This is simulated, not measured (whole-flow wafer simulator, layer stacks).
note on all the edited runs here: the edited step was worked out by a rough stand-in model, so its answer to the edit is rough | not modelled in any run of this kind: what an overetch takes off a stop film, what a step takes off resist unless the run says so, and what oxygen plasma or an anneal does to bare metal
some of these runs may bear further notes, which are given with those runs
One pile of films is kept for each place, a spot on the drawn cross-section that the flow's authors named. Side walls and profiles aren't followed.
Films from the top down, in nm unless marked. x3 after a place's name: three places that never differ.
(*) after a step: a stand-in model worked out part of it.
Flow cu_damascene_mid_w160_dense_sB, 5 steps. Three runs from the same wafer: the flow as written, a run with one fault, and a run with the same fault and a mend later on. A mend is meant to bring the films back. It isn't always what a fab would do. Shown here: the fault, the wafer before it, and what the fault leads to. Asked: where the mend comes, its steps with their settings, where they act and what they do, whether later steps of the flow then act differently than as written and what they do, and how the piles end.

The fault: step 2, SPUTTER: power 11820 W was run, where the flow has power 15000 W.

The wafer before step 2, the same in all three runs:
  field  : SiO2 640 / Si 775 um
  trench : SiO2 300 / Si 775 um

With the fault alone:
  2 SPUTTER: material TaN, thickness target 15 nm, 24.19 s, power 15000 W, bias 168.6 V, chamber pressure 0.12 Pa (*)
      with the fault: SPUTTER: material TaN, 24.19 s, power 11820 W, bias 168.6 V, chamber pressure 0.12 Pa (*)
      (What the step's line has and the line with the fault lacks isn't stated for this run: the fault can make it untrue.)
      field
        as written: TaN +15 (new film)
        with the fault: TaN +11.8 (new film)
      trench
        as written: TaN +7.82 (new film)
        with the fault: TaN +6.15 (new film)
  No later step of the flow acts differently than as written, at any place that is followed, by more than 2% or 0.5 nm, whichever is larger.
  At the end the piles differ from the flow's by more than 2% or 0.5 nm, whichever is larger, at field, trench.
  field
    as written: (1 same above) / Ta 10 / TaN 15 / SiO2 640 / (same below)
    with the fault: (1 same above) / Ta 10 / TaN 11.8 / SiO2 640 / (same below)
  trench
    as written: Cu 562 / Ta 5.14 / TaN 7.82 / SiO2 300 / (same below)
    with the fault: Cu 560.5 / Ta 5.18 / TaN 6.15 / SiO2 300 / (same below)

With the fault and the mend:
  The mend comes after step 2.
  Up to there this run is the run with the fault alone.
  2a SPUTTER: material TaN, thickness target 3.2 nm, 5.134 s, power 15000 W, bias 168.6 V, chamber pressure 0.12 Pa (*) (the flow's step 2 once more, with other settings)
      field
        TaN +3.2
      trench
        TaN +1.62
  No later step of the flow acts differently than as written, at any place that is followed, by more than 2% or 0.5 nm, whichever is larger.
  At the end the piles differ from the flow's only slightly at the places that both follow, by at most 2% or 0.5 nm, whichever is larger.
